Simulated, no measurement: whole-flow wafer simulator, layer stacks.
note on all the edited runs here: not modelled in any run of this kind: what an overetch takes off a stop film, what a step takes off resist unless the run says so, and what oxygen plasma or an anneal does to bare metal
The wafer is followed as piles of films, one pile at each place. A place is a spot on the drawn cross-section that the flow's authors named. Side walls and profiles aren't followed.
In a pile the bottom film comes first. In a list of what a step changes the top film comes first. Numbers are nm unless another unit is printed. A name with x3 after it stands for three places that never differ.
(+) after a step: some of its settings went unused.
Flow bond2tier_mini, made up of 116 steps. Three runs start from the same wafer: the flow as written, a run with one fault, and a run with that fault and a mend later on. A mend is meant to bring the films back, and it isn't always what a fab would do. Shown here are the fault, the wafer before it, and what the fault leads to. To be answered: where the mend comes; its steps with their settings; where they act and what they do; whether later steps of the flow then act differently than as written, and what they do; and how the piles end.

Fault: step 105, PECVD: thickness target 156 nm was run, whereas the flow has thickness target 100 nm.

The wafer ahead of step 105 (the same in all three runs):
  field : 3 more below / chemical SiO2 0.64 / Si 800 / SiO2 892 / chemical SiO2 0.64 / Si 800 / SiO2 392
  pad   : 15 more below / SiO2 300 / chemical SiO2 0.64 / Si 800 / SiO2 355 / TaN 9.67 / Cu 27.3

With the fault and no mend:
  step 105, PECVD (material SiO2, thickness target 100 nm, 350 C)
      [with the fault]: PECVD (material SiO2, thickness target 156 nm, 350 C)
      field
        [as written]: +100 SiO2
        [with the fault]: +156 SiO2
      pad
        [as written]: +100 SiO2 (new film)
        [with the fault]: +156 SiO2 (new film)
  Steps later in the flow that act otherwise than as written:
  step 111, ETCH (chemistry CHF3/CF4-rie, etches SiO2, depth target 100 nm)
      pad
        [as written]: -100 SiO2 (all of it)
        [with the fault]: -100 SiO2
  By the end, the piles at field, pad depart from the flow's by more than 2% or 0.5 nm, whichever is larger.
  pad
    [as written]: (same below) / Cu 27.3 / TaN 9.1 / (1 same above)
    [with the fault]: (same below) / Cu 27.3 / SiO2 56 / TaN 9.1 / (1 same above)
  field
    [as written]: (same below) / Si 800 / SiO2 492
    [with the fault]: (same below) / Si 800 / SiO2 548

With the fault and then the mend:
  The mend follows step 110.
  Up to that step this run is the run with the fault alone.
  step 110a, STRIP (chemistry O2, over-ash 100%) (+)
      field
        -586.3 KrF resist (all of it)
  step 110b, ETCH (chemistry CHF3/CF4-rie, etches SiO2, depth target 56 nm) (a further turn of the flow's step 62, with different settings)
      field, pad
        -56 SiO2
  step 110c, COAT (KrF resist, thickness 600 nm) (a further turn of the flow's step 106)
      field, pad
        +600 KrF resist (new film)
  step 110d, SOFTBAKE (KrF resist) (a further turn of the flow's step 107)
      does not change any film at any place that is followed
  step 110e, EXPOSE (photomask T3PAD, NA 0.6) (a further turn of the flow's step 108)
      does not change any film at any place that is followed
  step 110f, PEB (KrF resist) (a further turn of the flow's step 109)
      does not change any film at any place that is followed
  step 110g, DEVELOP (developer TMAH-0.26N, 60 s) (a further turn of the flow's step 110)
      field
        -13.7 KrF resist
      pad
        -600 KrF resist (all of it)
  Every later step of the flow that is run acts as written at every place that is followed.
  The piles end the same as the flow's at every place that both follow.
